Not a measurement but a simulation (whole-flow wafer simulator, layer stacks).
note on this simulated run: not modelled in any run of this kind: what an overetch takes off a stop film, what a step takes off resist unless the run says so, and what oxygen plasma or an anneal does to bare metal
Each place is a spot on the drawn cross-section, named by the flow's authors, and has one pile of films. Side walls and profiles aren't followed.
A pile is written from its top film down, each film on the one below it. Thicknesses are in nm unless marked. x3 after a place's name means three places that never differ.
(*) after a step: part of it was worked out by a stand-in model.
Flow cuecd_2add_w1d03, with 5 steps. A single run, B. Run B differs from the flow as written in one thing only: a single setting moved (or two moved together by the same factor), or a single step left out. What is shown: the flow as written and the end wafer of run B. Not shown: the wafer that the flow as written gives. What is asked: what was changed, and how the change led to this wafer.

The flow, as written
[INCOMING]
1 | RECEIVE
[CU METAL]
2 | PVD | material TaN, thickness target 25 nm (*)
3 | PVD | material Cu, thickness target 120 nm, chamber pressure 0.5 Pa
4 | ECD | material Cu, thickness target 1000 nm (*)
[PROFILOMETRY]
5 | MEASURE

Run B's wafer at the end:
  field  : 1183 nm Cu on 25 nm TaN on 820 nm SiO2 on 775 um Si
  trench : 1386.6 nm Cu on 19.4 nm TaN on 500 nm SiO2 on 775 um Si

The reason: step 3, PVD: thickness target 183 nm was run, though the flow has thickness target 120 nm.

Step by step, how the change led to this:
  3 | PVD | material Cu, thickness target 120 nm, chamber pressure 0.5 Pa
      field: +183 Cu (new film) (in the flow as written it would be: +120 Cu (new film))
      trench: +142.3 Cu (new film) (in the flow as written it would be: +93.4 Cu (new film))
